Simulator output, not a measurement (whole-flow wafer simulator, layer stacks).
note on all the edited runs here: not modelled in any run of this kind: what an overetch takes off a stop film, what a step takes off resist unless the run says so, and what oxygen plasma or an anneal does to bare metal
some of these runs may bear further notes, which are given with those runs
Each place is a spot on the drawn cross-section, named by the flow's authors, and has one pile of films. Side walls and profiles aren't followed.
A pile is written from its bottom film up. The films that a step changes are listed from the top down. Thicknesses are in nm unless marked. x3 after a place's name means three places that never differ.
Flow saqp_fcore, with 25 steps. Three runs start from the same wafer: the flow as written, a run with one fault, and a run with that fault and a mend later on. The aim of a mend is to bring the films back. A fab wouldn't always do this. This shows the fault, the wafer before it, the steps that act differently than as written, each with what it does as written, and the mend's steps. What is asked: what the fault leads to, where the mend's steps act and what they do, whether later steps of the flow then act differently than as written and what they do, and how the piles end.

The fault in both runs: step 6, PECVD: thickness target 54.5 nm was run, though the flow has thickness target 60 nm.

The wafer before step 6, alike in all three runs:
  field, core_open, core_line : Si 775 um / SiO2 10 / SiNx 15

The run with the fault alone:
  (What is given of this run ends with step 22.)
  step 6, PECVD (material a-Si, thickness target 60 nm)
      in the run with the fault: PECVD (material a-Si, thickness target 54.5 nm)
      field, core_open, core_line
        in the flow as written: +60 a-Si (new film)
        in the run with the fault: +54.5 a-Si (new film)
  Later steps of the flow up to step 22 that are run all act as written at every place that is followed.
  Once step 22 is done, the piles at field, core_open, core_line depart from the flow's by more than 2% or 0.5 nm, whichever is larger.
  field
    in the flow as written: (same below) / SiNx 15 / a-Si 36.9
    in the run with the fault: (same below) / SiNx 15 / a-Si 31.4
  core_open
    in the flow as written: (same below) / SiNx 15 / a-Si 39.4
    in the run with the fault: (same below) / SiNx 15 / a-Si 33.9
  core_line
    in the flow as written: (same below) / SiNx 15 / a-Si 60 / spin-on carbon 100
    in the run with the fault: (same below) / SiNx 15 / a-Si 54.5 / spin-on carbon 100

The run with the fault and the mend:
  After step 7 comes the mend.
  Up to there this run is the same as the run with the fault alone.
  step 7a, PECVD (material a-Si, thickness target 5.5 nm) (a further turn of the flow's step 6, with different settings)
      field, core_open, core_line
        +5.5 a-Si
  Later steps of the flow that are run all act as written at every place that is followed.
  By the end, the piles equal the flow's at every place that both follow.
